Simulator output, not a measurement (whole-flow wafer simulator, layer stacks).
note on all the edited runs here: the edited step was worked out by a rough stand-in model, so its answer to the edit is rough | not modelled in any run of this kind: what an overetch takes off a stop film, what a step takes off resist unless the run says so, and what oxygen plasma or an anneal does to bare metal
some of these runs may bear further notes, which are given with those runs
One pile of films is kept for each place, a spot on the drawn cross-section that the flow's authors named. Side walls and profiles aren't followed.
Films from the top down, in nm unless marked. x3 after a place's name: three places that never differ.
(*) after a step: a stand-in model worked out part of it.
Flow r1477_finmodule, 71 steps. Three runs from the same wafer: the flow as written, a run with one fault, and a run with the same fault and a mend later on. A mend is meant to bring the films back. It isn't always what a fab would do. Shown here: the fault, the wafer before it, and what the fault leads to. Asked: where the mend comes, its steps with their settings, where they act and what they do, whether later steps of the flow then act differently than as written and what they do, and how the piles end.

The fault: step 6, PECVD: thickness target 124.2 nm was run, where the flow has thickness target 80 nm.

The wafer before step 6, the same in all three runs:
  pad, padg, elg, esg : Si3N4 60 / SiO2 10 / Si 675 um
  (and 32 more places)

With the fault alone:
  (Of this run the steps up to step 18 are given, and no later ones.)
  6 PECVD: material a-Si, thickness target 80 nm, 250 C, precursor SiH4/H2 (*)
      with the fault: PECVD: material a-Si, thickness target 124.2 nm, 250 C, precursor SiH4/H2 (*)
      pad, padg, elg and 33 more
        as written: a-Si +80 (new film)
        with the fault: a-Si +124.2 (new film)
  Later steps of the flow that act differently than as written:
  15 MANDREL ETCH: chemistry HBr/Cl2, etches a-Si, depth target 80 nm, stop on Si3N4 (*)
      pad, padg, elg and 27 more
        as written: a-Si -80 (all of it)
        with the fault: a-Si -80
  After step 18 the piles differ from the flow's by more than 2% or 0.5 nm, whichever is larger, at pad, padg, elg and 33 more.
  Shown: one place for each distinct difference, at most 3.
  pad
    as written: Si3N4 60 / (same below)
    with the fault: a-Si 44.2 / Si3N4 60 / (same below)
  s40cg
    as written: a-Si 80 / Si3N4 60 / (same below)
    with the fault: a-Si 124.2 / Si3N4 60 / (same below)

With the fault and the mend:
  The mend comes after step 7.
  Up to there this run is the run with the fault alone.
  7a ETCH: chemistry tmah, depth target 142.8 nm
      pad, padg, elg and 33 more
        a-Si -124.2 (all of it)
  7b PECVD: material a-Si, thickness target 80 nm, 250 C, precursor SiH4/H2 (*) (the flow's step 6 once more)
      pad, padg, elg and 33 more
        a-Si +80 (new film)
  No later step of the flow acts differently than as written at any place that is followed.
  At the end the piles are the same as the flow's at every place that both follow.
